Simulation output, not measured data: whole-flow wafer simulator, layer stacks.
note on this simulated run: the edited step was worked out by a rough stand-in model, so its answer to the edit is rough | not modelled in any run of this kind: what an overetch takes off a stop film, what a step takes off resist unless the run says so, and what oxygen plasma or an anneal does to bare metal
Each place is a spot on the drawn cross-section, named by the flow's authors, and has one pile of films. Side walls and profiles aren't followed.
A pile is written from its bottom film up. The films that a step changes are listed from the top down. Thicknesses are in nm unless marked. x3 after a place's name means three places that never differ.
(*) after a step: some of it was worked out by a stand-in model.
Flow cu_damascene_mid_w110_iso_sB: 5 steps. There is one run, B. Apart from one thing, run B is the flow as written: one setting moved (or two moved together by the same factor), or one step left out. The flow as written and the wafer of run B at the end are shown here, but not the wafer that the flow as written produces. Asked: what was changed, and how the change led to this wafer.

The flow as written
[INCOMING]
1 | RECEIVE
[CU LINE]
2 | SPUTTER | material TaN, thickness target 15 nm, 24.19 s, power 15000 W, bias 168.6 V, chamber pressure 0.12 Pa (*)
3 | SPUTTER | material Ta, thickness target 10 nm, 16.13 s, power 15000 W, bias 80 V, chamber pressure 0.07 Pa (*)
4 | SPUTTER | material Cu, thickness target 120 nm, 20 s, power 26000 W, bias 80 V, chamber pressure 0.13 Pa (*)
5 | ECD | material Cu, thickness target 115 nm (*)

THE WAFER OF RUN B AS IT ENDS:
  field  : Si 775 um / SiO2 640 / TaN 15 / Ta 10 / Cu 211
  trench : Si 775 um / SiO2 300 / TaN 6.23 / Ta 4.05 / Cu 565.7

Cause: step 4, SPUTTER: thickness target 96 nm was run, though the flow has thickness target 120 nm.

The path from the change to this, step by step:
  4 | SPUTTER | material Cu, thickness target 120 nm, 20 s, power 26000 W, bias 80 V, chamber pressure 0.13 Pa (*)
      field: +96 Cu (new film) (it would be, as written: +120 Cu (new film))
      trench: +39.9 Cu (new film) (it would be, as written: +49.9 Cu (new film))
  5 | ECD | material Cu, thickness target 115 nm (*)
      trench: +525.8 Cu (it would be, as written: +539.8 Cu)
